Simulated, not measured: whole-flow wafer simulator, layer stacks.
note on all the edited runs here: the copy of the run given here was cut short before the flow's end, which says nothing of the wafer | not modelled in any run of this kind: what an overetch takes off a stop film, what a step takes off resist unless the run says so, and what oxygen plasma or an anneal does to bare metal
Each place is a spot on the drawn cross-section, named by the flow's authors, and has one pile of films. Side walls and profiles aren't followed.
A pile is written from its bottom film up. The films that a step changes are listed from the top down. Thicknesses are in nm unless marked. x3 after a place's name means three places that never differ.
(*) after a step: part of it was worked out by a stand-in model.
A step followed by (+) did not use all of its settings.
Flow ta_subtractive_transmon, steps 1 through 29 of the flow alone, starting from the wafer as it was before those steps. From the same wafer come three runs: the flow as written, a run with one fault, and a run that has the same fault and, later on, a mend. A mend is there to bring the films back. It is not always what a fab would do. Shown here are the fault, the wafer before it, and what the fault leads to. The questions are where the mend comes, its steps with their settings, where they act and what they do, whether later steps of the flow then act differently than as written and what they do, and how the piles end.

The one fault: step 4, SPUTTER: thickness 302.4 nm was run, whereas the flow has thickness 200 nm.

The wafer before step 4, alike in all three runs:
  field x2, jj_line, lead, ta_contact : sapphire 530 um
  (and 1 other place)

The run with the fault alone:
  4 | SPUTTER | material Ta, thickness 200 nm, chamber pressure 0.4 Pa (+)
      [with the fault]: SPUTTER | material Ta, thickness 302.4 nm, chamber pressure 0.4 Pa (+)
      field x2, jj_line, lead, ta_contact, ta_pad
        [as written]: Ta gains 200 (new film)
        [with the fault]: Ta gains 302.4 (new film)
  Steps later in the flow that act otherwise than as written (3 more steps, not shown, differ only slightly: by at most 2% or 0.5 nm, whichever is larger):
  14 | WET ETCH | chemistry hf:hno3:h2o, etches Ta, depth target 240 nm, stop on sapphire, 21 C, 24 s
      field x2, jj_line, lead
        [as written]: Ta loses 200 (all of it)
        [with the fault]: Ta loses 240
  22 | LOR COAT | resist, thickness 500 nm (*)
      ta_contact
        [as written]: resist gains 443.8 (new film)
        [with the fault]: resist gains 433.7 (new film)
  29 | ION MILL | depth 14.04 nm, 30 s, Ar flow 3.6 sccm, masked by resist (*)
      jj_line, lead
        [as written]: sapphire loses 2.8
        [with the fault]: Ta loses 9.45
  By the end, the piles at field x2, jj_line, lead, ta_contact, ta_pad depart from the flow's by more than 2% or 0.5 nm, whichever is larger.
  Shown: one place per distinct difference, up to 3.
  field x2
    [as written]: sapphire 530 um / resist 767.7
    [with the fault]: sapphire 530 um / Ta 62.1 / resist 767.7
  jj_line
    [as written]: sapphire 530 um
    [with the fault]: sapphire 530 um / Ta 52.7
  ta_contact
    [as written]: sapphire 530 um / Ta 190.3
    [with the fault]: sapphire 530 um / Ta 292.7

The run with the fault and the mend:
  The mend follows step 5.
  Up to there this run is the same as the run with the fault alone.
  5a | WET ETCH | chemistry hf:hno3:h2o, etches Ta, depth target 347.8 nm, stop on sapphire, 21 C, 34.78 s
      field x2, jj_line, lead, ta_contact, ta_pad
        Ta loses 302.4 (all of it)
  5b | SPUTTER | material Ta, thickness 200 nm, chamber pressure 0.4 Pa (+) (the flow's step 4 again)
      field x2, jj_line, lead, ta_contact, ta_pad
        Ta gains 200 (new film)
  Later steps of the flow that are run all act as written at every place that is followed.
  The piles end the same as the flow's at every place that both follow.
